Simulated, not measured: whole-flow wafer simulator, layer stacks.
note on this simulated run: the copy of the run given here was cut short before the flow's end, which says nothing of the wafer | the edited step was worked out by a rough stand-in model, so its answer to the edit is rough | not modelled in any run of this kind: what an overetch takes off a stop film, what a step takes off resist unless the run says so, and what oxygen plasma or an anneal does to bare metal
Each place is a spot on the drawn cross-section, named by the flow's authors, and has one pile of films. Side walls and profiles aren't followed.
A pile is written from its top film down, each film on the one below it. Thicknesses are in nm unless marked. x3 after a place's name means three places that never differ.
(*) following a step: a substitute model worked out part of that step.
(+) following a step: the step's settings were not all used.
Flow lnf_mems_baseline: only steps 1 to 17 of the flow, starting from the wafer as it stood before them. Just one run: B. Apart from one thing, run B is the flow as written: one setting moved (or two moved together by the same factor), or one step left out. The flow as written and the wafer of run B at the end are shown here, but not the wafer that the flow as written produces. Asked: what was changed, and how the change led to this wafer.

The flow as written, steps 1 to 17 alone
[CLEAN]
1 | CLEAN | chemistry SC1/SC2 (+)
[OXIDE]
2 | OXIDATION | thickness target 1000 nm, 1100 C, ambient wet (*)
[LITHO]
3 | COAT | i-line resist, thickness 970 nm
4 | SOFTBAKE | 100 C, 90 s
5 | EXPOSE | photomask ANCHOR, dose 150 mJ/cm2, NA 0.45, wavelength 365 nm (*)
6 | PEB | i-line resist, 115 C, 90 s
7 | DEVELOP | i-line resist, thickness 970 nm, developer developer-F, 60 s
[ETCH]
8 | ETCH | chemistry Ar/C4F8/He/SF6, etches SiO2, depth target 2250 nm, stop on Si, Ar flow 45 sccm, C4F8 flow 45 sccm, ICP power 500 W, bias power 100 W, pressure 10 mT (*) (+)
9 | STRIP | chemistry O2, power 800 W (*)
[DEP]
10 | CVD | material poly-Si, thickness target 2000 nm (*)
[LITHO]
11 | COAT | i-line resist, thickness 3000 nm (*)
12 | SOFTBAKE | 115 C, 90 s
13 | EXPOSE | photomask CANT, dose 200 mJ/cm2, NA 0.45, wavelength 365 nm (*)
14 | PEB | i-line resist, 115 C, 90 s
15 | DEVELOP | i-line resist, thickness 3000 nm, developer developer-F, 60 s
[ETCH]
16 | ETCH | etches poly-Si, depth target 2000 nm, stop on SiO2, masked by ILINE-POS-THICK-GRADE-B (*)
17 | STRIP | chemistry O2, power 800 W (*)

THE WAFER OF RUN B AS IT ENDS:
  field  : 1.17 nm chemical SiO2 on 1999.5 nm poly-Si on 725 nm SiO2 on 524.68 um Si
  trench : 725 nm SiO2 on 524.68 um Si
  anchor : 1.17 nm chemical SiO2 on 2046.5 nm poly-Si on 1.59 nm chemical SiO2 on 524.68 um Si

Cause: step 2, OXIDATION: thickness target 725 nm was run, whereas the flow has thickness target 1000 nm.
One can read it off the wafer: field has SiO2 725, and step 2 as written asks for 1000 nm.

The path from the change to this, step by step:
  2 | OXIDATION | thickness target 1000 nm, 1100 C, ambient wet (*)
      field, anchor, beam, trench, char_slit: SiO2 gains 725 (new film), chemical SiO2 loses 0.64 (all of it), Si loses 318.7 (in the flow as written it would be: SiO2 gains 1000 (new film), chemical SiO2 loses 0.64 (all of it), Si loses 439.7)
  8 | ETCH | chemistry Ar/C4F8/He/SF6, etches SiO2, depth target 2250 nm, stop on Si, Ar flow 45 sccm, C4F8 flow 45 sccm, ICP power 500 W, bias power 100 W, pressure 10 mT (*) (+)
      field, beam, trench, char_slit: i-line resist loses 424 (in the flow as written it would be: i-line resist loses 561.5)
      anchor: SiO2 loses 725 (all of it) (in the flow as written it would be: SiO2 loses 1000 (all of it))
  9 | STRIP | chemistry O2, power 800 W (*)
      field, beam, trench, char_slit: i-line resist loses 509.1 (all of it) (in the flow as written it would be: i-line resist loses 371.6 (all of it))
  10 | CVD | material poly-Si, thickness target 2000 nm (*)
      anchor: poly-Si gains 2047 (new film) (in the flow as written it would be: poly-Si gains 2322 (new film))
